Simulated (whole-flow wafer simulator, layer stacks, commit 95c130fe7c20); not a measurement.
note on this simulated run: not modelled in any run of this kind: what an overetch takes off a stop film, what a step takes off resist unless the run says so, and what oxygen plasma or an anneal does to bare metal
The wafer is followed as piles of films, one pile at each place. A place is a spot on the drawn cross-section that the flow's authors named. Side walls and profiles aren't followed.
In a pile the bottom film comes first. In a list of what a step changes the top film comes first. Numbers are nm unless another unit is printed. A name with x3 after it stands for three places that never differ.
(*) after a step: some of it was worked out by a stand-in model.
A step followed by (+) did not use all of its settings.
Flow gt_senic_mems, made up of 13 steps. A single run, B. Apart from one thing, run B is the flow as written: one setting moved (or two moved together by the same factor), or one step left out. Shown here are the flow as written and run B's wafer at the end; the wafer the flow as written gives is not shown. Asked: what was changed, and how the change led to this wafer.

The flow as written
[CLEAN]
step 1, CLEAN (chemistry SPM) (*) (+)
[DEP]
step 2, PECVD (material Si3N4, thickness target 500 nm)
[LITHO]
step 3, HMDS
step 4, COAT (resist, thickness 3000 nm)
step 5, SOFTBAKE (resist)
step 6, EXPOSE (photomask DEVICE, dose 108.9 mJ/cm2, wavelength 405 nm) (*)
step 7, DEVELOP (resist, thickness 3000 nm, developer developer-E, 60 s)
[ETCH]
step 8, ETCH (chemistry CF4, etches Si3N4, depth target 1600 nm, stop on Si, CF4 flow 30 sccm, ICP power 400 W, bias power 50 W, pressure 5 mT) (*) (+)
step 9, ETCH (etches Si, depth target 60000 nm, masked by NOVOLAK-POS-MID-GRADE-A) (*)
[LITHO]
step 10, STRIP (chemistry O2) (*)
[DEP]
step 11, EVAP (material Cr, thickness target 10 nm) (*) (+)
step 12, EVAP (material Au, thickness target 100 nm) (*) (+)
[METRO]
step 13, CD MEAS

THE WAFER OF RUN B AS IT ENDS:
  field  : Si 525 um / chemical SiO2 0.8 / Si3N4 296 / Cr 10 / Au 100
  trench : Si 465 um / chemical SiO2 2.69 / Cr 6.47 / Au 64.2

What caused this: step 2, PECVD: thickness target 296 nm was run, though the flow has thickness target 500 nm.
The wafer itself shows it: field has Si3N4 296, and step 2 as written asks for 500 nm.

How this came from the change, step by step:
  step 2, PECVD (material Si3N4, thickness target 500 nm)
      field, trench: +296 Si3N4 (new film) (in the flow as written it would be: +500 Si3N4 (new film))
  step 8, ETCH (chemistry CF4, etches Si3N4, depth target 1600 nm, stop on Si, CF4 flow 30 sccm, ICP power 400 W, bias power 50 W, pressure 5 mT) (*) (+)
      field: -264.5 resist (in the flow as written it would be: -400.5 resist)
      trench: -296 Si3N4 (all of it), -0.8 chemical SiO2 (all of it) (in the flow as written it would be: -500 Si3N4 (all of it), -0.8 chemical SiO2 (all of it))
  step 10, STRIP (chemistry O2) (*)
      field: -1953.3 resist (all of it) (in the flow as written it would be: -1817.3 resist (all of it))
